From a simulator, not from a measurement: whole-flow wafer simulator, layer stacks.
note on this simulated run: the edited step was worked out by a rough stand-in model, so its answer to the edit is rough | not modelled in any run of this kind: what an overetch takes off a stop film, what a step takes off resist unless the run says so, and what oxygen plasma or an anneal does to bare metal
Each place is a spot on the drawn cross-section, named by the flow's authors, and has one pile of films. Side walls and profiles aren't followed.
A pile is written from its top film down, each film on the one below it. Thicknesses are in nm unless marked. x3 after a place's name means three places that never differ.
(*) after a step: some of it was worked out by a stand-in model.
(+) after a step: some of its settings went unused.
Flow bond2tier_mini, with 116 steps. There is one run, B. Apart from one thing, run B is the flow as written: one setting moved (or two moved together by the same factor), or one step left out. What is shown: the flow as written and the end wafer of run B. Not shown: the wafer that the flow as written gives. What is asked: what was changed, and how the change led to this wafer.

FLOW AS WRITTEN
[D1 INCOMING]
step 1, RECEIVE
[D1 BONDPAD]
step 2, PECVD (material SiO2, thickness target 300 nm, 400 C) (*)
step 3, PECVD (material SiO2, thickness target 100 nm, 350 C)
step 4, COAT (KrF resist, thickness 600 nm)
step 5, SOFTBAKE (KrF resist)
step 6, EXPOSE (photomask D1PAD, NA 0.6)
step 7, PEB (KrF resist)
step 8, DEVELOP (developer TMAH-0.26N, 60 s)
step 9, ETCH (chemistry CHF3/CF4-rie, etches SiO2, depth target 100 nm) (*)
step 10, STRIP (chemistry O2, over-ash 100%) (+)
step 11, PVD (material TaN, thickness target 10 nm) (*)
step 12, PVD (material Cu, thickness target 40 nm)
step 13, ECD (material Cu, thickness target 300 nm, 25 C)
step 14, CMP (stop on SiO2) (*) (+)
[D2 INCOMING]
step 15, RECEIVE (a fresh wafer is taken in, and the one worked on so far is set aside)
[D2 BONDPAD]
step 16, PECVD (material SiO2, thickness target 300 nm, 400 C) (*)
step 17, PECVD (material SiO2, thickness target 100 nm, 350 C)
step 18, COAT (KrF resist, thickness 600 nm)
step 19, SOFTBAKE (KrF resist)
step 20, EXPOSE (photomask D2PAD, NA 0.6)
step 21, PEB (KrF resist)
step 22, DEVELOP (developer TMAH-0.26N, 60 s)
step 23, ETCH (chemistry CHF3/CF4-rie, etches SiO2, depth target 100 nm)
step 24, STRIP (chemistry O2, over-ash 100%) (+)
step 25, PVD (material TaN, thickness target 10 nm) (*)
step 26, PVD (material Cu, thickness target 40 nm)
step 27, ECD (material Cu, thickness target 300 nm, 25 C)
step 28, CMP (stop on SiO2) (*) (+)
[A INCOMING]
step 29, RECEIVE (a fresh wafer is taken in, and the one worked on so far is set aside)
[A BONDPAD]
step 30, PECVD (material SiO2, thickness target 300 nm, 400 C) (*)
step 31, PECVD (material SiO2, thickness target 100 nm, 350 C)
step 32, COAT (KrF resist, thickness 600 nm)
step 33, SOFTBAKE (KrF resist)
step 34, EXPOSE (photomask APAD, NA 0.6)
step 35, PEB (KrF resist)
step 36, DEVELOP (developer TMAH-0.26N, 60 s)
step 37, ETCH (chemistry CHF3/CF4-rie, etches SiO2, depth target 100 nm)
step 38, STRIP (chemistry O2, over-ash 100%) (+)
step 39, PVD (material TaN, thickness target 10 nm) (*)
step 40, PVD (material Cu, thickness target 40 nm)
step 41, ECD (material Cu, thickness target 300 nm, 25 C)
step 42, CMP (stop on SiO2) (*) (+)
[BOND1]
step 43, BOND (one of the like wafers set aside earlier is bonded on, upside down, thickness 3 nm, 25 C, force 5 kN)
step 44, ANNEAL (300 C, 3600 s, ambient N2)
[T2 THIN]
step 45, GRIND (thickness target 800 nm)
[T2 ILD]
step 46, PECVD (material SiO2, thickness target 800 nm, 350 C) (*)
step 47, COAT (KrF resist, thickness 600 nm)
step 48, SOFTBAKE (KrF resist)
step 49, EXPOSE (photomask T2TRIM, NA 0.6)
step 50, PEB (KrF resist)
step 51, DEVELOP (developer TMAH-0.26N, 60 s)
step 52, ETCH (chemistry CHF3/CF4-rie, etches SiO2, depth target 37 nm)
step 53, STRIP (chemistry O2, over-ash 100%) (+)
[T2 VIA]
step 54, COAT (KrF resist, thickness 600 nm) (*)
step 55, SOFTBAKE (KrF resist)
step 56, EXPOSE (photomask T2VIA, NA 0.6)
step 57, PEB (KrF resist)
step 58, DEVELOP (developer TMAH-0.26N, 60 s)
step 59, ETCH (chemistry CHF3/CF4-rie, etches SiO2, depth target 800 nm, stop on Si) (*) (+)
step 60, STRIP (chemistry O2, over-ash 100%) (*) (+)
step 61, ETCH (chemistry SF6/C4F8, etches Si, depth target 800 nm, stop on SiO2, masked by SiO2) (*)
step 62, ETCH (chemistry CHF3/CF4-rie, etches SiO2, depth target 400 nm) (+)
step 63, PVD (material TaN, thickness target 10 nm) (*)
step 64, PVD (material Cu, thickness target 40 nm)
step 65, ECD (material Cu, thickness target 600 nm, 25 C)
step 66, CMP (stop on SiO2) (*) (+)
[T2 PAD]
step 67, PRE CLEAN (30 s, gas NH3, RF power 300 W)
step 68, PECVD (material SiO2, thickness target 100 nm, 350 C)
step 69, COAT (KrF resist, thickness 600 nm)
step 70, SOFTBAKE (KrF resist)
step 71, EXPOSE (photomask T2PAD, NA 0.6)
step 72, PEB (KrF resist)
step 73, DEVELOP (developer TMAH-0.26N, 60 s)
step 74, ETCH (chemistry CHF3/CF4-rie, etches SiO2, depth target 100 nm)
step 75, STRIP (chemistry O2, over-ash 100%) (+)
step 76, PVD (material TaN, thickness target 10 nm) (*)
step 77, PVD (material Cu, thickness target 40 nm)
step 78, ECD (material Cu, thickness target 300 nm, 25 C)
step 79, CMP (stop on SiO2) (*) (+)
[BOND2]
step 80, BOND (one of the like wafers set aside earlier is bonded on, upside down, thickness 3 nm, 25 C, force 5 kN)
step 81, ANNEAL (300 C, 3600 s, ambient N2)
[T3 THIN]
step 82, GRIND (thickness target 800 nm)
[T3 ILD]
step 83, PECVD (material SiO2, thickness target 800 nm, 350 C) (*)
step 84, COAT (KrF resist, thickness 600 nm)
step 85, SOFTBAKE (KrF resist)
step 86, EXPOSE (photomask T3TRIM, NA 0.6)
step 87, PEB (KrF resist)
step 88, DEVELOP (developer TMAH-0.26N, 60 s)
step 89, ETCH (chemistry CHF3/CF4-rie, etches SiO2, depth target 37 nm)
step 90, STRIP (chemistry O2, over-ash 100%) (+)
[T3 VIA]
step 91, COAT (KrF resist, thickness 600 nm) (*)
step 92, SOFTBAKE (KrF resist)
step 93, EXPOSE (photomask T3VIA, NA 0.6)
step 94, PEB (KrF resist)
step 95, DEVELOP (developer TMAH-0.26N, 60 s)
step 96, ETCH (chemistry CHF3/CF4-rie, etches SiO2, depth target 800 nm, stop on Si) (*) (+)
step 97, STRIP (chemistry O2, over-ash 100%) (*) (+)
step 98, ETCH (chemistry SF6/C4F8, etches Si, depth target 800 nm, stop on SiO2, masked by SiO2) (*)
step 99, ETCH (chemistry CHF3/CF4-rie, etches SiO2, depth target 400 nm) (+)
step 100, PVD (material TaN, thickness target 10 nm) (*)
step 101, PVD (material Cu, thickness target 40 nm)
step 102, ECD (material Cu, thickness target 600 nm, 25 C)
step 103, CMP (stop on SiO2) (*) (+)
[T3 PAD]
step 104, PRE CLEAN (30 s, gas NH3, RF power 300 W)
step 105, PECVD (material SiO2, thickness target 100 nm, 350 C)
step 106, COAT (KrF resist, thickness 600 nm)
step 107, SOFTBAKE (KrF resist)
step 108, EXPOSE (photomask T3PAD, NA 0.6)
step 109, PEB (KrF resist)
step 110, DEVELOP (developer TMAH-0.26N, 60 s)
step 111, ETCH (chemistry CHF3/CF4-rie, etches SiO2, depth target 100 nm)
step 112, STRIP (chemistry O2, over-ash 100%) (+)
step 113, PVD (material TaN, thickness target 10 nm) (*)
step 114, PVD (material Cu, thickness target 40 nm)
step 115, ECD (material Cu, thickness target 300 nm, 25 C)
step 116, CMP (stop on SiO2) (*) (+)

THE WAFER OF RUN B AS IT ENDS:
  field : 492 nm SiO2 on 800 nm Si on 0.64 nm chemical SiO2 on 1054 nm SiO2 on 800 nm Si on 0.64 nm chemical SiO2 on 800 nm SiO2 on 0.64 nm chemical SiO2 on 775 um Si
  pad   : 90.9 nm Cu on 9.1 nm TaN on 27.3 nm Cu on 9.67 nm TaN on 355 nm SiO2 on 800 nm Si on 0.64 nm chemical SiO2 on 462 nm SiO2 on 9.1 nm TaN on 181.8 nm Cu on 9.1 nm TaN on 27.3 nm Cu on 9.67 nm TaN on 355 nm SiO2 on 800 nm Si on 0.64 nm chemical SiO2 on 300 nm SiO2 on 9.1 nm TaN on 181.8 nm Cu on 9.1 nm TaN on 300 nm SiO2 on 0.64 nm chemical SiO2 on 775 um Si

Cause: step 16, PECVD: thickness target 462 nm was run, whereas the flow has thickness target 300 nm.
The wafer itself shows it: pad has SiO2 462, and step 16 as written asks for 300 nm.

How this came from the change, step by step:
  step 16, PECVD (material SiO2, thickness target 300 nm, 400 C) (*)
      field, pad, via: SiO2 gains 462 (new film) (as written it would have been: SiO2 gains 300 (new film))
  step 80, BOND (one of the like wafers set aside earlier is bonded on, upside down, thickness 3 nm, 25 C, force 5 kN)
      field: Si gains 775 um (new film), chemical SiO2 gains 0.64 (new film), SiO2 gains 562 (as written it would have been: Si gains 775 um (new film), chemical SiO2 gains 0.64 (new film), SiO2 gains 400)
      pad: Si gains 775 um (new film), chemical SiO2 gains 0.64 (new film), SiO2 gains 462 (new film), TaN gains 9.1 (new film), Cu gains 90.9 (as written it would have been: Si gains 775 um (new film), chemical SiO2 gains 0.64 (new film), SiO2 gains 300 (new film), TaN gains 9.1 (new film), Cu gains 90.9)
